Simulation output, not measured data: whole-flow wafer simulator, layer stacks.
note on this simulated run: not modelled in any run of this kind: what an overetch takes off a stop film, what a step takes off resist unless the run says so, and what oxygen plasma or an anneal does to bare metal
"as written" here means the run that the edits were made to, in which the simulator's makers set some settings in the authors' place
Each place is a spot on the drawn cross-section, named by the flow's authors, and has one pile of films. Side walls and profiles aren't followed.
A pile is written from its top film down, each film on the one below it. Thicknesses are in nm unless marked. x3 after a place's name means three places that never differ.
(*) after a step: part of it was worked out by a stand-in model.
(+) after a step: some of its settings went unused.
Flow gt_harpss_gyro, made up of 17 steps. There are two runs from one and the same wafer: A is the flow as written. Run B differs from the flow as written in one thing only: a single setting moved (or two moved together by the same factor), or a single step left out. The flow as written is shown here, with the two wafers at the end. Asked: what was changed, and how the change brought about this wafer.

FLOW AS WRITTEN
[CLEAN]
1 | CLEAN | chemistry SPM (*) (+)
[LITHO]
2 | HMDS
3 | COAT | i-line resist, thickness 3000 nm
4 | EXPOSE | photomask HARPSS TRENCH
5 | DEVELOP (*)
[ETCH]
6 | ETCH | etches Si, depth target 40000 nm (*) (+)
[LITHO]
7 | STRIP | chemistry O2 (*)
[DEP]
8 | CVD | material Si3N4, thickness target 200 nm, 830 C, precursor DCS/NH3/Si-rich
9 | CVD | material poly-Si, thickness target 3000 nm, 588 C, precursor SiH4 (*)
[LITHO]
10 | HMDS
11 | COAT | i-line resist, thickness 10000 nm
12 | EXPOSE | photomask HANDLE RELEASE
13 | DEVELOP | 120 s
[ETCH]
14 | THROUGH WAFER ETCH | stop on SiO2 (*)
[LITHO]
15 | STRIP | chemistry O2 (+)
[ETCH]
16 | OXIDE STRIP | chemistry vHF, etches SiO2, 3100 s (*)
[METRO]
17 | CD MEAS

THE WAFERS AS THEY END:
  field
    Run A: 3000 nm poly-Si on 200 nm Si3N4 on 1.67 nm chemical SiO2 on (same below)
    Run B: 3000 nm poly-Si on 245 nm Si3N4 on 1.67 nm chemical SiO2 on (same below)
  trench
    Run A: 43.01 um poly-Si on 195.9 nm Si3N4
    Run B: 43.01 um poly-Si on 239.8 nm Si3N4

Cause: step 8, CVD: thickness target 245 nm was run, while the flow as written has thickness target 200 nm.
One can read it off the wafer: field has Si3N4 245, and step 8 as written asks for 200 nm.

How this came from the change, step by step:
  8 | CVD | material Si3N4, thickness target 200 nm, 830 C, precursor DCS/NH3/Si-rich
      field: A +200 Si3N4 (new film) | B +245 Si3N4 (new film)
      trench: A +195.9 Si3N4 (new film) | B +239.8 Si3N4 (new film)
